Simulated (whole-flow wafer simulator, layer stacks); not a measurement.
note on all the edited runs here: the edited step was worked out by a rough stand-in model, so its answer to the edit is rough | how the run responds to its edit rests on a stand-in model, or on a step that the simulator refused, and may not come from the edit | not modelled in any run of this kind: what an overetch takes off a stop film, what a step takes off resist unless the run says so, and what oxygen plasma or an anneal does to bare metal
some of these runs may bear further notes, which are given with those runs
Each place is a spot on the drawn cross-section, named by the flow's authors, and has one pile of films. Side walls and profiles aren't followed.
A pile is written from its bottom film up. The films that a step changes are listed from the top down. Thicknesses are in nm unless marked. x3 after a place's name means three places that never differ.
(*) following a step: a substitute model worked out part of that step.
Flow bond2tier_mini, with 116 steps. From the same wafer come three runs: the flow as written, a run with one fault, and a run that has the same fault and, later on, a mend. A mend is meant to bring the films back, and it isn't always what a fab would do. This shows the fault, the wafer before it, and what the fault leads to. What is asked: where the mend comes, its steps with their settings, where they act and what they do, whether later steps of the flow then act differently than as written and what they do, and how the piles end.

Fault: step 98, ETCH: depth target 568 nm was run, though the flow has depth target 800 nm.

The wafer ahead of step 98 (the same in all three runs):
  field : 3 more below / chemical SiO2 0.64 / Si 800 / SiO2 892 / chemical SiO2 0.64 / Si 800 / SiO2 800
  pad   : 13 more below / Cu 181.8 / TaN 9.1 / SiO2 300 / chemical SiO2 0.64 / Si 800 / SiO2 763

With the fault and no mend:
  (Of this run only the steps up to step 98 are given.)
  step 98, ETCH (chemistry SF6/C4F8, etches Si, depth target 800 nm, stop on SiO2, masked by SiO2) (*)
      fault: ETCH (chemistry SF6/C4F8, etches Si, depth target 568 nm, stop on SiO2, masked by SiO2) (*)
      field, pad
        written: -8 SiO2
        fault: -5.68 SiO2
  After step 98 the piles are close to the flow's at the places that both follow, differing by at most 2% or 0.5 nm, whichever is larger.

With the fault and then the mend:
  After step 98 comes the mend.
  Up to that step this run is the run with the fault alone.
  step 98a, ETCH (chemistry SF6/C4F8, etches Si, depth target 232 nm, stop on SiO2, masked by SiO2) (*) (a further turn of the flow's step 98, with different settings)
      field, pad
        -2.32 SiO2
  Every later step of the flow that is run acts as written at every place that is followed.
  The piles end the same as the flow's at every place that both follow.
